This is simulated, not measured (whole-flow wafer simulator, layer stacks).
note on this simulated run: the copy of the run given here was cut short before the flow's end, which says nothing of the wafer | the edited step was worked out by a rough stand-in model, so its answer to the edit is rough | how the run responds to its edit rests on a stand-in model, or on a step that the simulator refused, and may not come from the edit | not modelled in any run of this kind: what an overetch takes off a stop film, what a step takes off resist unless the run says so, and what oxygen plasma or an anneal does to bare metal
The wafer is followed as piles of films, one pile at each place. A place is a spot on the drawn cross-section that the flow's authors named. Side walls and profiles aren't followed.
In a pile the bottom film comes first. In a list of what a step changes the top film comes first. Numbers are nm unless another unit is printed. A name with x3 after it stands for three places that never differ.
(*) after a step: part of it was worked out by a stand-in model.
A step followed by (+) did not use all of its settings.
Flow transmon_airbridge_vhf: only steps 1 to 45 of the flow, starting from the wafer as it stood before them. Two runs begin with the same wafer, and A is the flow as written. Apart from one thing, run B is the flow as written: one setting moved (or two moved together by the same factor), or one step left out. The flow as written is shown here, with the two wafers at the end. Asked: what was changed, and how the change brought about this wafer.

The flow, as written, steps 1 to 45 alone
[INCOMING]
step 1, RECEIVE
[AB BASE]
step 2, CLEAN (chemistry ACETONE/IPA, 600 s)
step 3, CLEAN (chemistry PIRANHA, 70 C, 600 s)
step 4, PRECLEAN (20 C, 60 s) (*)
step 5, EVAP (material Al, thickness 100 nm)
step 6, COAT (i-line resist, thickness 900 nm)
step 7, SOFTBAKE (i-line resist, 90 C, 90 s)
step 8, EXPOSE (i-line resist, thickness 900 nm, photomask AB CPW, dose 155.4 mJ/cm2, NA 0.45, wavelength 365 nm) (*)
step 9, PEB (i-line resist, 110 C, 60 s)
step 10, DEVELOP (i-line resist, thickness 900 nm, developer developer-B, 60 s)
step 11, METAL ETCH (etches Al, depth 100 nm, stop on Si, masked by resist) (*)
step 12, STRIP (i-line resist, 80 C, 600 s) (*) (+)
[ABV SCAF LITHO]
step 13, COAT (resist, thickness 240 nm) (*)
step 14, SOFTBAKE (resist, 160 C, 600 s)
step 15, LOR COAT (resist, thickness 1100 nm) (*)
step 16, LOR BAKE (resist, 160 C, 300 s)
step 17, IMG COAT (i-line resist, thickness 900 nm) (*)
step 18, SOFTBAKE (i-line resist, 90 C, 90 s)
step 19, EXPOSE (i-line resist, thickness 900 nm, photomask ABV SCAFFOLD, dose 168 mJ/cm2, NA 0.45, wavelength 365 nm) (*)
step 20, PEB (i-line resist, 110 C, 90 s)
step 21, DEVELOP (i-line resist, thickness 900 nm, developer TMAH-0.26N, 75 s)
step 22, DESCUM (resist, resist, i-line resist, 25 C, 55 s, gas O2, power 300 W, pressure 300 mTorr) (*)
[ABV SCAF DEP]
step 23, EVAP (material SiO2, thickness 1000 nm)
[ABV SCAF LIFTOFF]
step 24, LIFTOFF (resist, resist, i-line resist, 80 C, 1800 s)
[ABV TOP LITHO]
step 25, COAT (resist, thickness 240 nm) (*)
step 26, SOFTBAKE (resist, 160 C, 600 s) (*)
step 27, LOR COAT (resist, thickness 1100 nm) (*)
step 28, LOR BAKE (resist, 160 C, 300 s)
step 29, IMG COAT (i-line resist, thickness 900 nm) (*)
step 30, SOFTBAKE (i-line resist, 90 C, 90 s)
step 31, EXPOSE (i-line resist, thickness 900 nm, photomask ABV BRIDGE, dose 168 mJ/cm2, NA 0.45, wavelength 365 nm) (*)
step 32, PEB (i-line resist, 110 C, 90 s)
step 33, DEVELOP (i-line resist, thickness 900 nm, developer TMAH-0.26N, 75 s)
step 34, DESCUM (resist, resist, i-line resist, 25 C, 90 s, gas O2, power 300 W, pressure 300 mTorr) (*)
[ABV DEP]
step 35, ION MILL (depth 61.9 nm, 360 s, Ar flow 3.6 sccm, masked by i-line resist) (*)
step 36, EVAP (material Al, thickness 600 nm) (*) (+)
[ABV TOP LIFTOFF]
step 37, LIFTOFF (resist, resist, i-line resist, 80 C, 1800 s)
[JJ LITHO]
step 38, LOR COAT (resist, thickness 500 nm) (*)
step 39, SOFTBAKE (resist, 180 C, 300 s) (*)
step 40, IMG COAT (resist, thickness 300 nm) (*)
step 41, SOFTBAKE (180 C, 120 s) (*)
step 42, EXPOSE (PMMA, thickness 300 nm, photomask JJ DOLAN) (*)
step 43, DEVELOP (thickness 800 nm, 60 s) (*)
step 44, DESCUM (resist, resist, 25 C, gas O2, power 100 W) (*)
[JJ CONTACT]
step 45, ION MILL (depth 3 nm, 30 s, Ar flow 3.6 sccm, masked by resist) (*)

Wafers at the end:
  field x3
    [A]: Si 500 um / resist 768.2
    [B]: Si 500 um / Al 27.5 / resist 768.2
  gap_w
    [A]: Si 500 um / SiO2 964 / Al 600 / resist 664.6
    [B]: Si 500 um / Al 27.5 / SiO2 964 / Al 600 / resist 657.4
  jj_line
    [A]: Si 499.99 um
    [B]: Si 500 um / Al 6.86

Cause: step 11, METAL ETCH: depth 72.5 nm was run, though the flow has depth 100 nm.

The path from the change to this, step by step:
  step 11, METAL ETCH (etches Al, depth 100 nm, stop on Si, masked by resist) (*)
      field x3, jj_line, gap_w, gap_e: A Al loses 100 (all of it) | B Al loses 72.5
      ground_far, pad_w, flank_w and 8 more: A i-line resist loses 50 | B i-line resist loses 36.2
  step 45, ION MILL (depth 3 nm, 30 s, Ar flow 3.6 sccm, masked by resist) (*)
      jj_line: A Si loses 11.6 | B Al loses 20.6
With metal films that touch counted as one body, field x3 has 1 body; the flow as written gives 0 bodies.
With metal films that touch counted as one body, gap_w has 2 bodies (between them, from the top down: SiO2 964); the flow as written gives 1 body.
With metal films that touch counted as one body, jj_line has 1 body; the flow as written gives 0 bodies.
